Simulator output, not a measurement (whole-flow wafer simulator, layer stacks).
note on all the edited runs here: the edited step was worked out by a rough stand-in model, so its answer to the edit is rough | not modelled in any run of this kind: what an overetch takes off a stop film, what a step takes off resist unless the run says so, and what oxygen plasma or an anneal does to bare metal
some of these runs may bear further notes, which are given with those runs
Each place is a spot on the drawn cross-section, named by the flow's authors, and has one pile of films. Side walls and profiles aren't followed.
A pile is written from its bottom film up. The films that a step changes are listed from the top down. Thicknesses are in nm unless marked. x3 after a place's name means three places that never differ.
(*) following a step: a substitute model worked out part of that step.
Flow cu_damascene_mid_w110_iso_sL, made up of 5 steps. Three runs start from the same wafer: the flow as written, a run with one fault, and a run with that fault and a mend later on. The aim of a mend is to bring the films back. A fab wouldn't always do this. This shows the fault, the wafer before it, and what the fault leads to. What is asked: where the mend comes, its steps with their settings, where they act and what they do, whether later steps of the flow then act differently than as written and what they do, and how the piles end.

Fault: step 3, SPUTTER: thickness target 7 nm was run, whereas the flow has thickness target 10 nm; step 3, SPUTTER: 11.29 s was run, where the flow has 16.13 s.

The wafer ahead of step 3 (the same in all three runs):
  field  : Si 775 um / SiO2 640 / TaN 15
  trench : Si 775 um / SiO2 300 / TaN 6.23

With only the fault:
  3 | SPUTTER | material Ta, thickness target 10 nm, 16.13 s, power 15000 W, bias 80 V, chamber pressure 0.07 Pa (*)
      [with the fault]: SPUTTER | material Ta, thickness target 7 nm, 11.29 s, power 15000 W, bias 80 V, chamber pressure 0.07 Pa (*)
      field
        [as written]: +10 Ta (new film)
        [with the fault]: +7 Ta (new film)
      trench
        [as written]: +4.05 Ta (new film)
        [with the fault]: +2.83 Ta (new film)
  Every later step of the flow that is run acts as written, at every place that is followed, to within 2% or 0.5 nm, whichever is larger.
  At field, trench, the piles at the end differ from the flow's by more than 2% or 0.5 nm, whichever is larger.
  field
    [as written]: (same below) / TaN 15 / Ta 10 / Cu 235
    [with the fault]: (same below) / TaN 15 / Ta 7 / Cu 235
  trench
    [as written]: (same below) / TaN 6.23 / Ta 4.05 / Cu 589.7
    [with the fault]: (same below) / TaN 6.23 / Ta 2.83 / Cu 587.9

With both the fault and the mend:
  The mend follows step 3.
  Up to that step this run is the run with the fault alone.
  3a | SPUTTER | material Ta, thickness target 3 nm, 4.839 s, power 15000 W, bias 80 V, chamber pressure 0.07 Pa (*) (the flow's step 3, run once more with other settings)
      field
        +3 Ta
      trench
        +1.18 Ta
  Every later step of the flow that is run acts as written at every place that is followed.
  The piles end only slightly different from the flow's at the places that both follow, by no more than 2% or 0.5 nm, whichever is larger.
